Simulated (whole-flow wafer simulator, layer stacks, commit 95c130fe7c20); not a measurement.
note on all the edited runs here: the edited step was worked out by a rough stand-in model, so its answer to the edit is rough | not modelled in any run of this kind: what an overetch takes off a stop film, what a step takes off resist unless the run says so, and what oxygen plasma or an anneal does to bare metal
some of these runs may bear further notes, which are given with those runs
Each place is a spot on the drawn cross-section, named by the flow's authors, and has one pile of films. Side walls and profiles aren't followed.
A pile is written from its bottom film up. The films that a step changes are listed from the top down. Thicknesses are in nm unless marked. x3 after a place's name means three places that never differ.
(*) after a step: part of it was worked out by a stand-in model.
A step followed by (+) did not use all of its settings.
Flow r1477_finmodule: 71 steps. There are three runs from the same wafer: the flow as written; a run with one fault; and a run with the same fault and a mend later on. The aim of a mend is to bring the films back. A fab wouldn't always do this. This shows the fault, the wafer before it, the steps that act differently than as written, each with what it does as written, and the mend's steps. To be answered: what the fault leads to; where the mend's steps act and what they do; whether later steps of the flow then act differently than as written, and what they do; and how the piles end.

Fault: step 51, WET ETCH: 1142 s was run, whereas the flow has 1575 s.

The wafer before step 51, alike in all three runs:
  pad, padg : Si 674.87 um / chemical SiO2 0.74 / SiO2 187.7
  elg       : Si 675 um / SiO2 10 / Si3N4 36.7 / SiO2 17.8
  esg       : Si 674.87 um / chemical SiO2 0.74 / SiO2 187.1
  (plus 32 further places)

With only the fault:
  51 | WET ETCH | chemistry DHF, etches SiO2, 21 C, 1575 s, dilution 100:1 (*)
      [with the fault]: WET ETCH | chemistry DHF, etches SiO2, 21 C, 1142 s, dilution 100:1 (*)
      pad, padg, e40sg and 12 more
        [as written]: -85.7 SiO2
        [with the fault]: -62.1 SiO2
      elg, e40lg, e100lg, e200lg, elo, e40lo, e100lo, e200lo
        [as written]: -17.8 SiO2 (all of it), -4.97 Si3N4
        [with the fault]: -17.8 SiO2 (all of it), -3.21 Si3N4
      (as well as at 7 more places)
  Steps later in the flow that act otherwise than as written (not shown: 1 more step that differs only slightly, by at most 2% or 0.5 nm, whichever is larger):
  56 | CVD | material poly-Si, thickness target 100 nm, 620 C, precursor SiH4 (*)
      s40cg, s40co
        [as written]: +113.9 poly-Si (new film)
        [with the fault]: +100 poly-Si (new film)
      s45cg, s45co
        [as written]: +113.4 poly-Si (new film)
        [with the fault]: +100 poly-Si (new film)
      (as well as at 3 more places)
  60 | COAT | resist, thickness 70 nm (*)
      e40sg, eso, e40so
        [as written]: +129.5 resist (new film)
        [with the fault]: +108.8 resist (new film)
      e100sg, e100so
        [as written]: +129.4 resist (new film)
        [with the fault]: +108.8 resist (new film)
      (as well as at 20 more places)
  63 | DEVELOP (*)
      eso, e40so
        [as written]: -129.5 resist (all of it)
        [with the fault]: -108.8 resist (all of it)
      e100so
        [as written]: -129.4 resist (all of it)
        [with the fault]: -108.8 resist (all of it)
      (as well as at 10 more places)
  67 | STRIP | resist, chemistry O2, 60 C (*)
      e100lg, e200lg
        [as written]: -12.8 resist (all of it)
        [with the fault]: -13.9 resist (all of it)
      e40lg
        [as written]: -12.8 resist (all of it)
        [with the fault]: -13.8 resist (all of it)
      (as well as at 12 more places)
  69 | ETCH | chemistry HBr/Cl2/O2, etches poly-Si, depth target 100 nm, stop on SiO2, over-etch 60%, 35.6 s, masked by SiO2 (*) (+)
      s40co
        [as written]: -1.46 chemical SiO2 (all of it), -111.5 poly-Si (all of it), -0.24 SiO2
        [with the fault]: -1.35 chemical SiO2 (all of it), -97.6 poly-Si (all of it), -0.42 SiO2
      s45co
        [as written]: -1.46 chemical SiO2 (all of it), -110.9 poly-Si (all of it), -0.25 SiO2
        [with the fault]: -1.35 chemical SiO2 (all of it), -97.6 poly-Si (all of it), -0.42 SiO2
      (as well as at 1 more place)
  The piles end different from the flow's at pad, padg, elg and 27 more by more than 2% or 0.5 nm, whichever is larger.
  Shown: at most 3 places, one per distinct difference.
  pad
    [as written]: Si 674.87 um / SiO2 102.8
    [with the fault]: Si 674.87 um / SiO2 126.3
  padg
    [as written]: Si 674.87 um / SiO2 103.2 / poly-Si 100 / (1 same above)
    [with the fault]: Si 674.87 um / SiO2 126.7 / poly-Si 100 / (1 same above)
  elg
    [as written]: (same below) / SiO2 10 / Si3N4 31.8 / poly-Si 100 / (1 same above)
    [with the fault]: (same below) / SiO2 10 / Si3N4 33.5 / poly-Si 100 / (1 same above)

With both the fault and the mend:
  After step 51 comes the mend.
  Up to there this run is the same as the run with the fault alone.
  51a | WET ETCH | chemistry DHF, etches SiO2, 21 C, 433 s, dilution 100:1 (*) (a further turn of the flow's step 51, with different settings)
      pad, padg, e40sg and 12 more
        -23.6 SiO2
      elg, e40lg, e100lg, e200lg, elo, e40lo, e100lo, e200lo
        -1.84 Si3N4
      esg, s40cg, s45cg, s50cg, s40co, s45co, s50co
        -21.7 SiO2
  Every later step of the flow that is run acts as written, at every place that is followed, to within 2% or 0.5 nm, whichever is larger.
  When the end is reached, the piles differ only a little from the flow's at the places that both follow, at most by 2% or 0.5 nm, whichever is larger.
